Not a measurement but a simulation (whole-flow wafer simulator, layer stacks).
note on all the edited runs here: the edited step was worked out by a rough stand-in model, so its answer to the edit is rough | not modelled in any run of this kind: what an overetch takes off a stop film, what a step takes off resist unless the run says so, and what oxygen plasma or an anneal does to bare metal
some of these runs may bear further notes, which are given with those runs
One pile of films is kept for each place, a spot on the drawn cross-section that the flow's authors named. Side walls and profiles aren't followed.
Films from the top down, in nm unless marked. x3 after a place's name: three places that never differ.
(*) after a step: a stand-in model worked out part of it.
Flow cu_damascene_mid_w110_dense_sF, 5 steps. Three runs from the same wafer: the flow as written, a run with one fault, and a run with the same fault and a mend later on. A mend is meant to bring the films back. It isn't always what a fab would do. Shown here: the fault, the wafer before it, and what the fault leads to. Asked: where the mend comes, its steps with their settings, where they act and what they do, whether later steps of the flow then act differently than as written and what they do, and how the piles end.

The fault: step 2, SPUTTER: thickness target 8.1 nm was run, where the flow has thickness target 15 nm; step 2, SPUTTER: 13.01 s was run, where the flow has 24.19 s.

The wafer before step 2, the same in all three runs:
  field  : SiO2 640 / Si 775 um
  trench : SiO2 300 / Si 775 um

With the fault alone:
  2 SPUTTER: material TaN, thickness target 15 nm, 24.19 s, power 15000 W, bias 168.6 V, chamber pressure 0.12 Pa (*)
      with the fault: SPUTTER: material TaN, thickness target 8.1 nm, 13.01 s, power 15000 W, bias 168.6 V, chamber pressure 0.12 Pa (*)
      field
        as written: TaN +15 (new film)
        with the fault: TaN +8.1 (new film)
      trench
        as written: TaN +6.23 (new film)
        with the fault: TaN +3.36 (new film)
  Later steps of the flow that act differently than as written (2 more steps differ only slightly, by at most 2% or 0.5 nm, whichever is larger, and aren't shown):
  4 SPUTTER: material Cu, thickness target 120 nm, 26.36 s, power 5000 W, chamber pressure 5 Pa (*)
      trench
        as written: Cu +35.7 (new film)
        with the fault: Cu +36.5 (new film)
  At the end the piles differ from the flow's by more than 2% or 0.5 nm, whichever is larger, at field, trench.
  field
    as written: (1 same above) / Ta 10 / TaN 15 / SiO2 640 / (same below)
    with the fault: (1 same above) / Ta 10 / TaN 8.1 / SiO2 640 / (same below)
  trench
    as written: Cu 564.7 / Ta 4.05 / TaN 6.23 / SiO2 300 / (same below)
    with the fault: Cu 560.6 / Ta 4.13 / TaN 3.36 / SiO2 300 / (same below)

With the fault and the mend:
  The mend comes after step 2.
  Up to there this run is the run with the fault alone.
  2a SPUTTER: material TaN, thickness target 6.9 nm, 11.18 s, power 15000 W, bias 168.6 V, chamber pressure 0.12 Pa (*) (the flow's step 2 once more, with other settings)
      field
        TaN +6.9
      trench
        TaN +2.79
  No later step of the flow acts differently than as written, at any place that is followed, by more than 2% or 0.5 nm, whichever is larger.
  At the end the piles differ from the flow's only slightly at the places that both follow, by at most 2% or 0.5 nm, whichever is larger.
